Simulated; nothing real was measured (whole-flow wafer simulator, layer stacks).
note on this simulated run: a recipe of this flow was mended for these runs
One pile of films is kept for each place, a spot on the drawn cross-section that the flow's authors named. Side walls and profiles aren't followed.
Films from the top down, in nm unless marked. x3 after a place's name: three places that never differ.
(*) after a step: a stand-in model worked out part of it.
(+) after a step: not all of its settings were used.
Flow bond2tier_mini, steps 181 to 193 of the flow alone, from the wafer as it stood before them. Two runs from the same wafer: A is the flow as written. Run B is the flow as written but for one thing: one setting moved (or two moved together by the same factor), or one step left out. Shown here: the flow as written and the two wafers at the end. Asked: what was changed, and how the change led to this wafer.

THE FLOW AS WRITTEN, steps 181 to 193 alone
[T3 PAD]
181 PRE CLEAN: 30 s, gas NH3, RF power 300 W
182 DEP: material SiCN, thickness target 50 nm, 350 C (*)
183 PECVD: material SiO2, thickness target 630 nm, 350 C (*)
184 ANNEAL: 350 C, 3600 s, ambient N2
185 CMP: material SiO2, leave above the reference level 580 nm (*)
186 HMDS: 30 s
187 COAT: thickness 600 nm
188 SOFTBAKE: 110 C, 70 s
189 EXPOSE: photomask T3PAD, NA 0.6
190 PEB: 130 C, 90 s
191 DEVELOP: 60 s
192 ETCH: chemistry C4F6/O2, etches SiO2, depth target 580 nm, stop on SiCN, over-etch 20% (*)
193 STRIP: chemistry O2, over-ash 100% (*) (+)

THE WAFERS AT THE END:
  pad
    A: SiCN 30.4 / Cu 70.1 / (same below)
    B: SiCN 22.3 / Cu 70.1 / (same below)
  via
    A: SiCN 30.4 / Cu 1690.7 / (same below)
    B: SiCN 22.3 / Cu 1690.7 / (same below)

The cause: step 192, ETCH: over-etch 28.3% was run, where the flow has over-etch 20%.

How the change led to this, step by step:
  192 ETCH: chemistry C4F6/O2, etches SiO2, depth target 580 nm, stop on SiCN, over-etch 20% (*)
      pad, via: A SiO2 -580 (all of it), SiCN -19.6 | B SiO2 -580 (all of it), SiCN -27.7
      field: A thick-KrF-resist -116 | B thick-KrF-resist -124
